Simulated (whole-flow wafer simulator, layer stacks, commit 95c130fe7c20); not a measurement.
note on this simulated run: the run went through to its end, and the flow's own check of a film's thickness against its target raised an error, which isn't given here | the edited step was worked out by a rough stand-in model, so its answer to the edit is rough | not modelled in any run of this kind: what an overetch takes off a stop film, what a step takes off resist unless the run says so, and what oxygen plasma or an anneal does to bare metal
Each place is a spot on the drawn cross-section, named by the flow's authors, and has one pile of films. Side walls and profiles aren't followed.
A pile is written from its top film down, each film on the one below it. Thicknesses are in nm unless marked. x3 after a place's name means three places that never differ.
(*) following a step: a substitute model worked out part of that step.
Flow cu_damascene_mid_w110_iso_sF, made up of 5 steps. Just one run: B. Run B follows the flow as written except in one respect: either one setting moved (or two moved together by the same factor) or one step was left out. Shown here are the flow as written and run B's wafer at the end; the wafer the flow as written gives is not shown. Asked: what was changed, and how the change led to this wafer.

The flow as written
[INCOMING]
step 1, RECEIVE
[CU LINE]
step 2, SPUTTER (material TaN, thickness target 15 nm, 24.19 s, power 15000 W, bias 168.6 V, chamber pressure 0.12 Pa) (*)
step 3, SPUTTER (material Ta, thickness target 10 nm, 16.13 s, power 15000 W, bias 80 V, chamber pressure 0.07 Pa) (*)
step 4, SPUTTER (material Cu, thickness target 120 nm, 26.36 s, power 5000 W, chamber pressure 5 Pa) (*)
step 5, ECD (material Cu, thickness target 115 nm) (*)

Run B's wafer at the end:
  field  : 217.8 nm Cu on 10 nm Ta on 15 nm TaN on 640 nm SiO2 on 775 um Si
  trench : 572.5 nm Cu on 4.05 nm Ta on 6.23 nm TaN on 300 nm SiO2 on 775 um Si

Cause: step 5, ECD: thickness target 97.8 nm was run, though the flow has thickness target 115 nm.

Step by step, how the change led to this:
  step 5, ECD (material Cu, thickness target 115 nm) (*)
      field: Cu gains 97.8 (in the flow as written it would be: Cu gains 115)
      trench: Cu gains 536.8 (in the flow as written it would be: Cu gains 554)
